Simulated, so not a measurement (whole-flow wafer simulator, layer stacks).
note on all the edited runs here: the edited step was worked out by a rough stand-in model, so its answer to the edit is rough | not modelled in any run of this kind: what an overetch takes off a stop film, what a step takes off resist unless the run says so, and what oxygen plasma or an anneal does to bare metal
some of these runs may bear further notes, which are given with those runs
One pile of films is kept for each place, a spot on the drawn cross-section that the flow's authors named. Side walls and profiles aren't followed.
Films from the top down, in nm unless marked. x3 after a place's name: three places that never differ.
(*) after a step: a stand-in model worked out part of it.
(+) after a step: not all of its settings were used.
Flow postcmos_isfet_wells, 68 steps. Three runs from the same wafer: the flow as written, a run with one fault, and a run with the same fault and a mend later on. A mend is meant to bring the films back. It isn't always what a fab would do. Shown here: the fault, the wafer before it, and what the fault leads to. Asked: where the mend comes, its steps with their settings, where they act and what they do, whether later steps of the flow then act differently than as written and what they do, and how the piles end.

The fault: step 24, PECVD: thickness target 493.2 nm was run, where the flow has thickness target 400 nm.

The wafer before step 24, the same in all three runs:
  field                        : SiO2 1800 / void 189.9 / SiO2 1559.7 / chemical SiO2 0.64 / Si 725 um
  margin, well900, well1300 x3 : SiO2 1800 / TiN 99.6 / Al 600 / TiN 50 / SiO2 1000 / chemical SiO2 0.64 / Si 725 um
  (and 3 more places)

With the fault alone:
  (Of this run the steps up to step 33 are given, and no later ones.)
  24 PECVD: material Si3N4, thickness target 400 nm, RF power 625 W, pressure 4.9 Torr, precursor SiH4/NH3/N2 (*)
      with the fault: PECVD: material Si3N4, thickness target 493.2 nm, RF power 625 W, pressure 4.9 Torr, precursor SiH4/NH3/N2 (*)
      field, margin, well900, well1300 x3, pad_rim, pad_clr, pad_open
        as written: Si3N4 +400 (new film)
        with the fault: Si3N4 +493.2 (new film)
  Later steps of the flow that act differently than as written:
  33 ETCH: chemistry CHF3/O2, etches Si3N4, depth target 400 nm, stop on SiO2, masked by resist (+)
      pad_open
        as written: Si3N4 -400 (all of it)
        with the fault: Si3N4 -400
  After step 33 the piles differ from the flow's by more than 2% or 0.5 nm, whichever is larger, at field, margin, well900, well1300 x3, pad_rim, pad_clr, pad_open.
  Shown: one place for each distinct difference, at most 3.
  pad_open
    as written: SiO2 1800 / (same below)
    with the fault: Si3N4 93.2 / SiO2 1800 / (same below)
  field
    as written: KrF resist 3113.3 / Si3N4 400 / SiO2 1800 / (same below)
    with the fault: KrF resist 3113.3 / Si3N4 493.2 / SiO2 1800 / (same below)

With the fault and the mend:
  The mend comes after step 24.
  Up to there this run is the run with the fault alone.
  24a ETCH: chemistry h3po4, depth target 567.2 nm
      field, margin, well900, well1300 x3, pad_rim, pad_clr, pad_open
        Si3N4 -493.2 (all of it)
  24b PECVD: material Si3N4, thickness target 400 nm, RF power 625 W, pressure 4.9 Torr, precursor SiH4/NH3/N2 (*) (the flow's step 24 once more)
      field, margin, well900, well1300 x3, pad_rim, pad_clr, pad_open
        Si3N4 +400 (new film)
  No later step of the flow acts differently than as written at any place that is followed.
  At the end the piles are the same as the flow's at every place that both follow.
